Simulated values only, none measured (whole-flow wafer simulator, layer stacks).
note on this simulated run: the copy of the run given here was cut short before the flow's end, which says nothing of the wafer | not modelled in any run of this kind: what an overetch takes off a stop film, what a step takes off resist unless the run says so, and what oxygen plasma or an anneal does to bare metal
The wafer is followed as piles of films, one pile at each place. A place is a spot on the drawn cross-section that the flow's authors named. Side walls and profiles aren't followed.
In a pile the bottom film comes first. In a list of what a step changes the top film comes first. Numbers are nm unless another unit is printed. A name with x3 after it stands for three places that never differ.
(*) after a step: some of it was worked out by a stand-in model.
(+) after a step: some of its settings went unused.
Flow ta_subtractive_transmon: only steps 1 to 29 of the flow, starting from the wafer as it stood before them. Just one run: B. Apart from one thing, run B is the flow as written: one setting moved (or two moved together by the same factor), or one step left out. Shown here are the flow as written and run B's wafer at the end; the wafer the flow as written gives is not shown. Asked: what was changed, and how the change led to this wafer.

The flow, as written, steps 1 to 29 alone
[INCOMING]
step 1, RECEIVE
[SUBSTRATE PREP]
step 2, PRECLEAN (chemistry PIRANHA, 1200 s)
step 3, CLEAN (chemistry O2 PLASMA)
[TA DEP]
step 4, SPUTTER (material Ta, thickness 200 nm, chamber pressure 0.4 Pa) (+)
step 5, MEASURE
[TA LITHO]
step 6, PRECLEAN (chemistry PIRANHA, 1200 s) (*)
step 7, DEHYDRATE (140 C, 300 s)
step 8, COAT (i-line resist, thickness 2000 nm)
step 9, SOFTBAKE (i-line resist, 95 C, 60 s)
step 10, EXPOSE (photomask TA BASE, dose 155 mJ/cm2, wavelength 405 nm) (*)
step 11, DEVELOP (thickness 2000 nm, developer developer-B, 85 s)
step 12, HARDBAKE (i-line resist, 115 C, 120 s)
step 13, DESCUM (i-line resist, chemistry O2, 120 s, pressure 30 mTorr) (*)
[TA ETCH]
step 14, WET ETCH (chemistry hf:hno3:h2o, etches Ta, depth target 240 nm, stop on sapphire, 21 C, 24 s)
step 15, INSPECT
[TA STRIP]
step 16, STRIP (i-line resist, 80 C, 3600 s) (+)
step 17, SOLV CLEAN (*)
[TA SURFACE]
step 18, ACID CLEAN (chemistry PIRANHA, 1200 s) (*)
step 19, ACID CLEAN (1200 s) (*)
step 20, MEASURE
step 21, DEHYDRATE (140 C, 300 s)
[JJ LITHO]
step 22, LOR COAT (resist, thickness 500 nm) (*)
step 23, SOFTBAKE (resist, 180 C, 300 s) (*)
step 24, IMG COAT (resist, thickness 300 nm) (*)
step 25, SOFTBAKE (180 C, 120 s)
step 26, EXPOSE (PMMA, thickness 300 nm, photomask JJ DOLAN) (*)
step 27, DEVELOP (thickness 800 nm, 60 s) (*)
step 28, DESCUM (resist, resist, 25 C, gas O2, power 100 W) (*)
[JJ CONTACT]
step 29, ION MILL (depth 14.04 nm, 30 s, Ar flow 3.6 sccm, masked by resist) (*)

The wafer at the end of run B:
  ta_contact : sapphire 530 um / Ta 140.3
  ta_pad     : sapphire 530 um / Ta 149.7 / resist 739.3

What caused this: step 4, SPUTTER: thickness 150 nm was run, while the flow as written has thickness 200 nm.

The path from the change to this, step by step:
  step 4, SPUTTER (material Ta, thickness 200 nm, chamber pressure 0.4 Pa) (+)
      field x2, jj_line, lead, ta_contact, ta_pad: +150 Ta (new film) (as written it would have been: +200 Ta (new film))
  step 14, WET ETCH (chemistry hf:hno3:h2o, etches Ta, depth target 240 nm, stop on sapphire, 21 C, 24 s)
      field x2, jj_line, lead: -150 Ta (all of it) (as written it would have been: -200 Ta (all of it))
  step 22, LOR COAT (resist, thickness 500 nm) (*)
      lead: +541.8 resist (new film) (as written it would have been: +554.8 resist (new film))
      ta_contact: +456.8 resist (new film) (as written it would have been: +443.8 resist (new film))
  step 27, DEVELOP (thickness 800 nm, 60 s) (*)
      ta_contact: -747.6 resist (all of it) (as written it would have been: -731.2 resist (all of it))
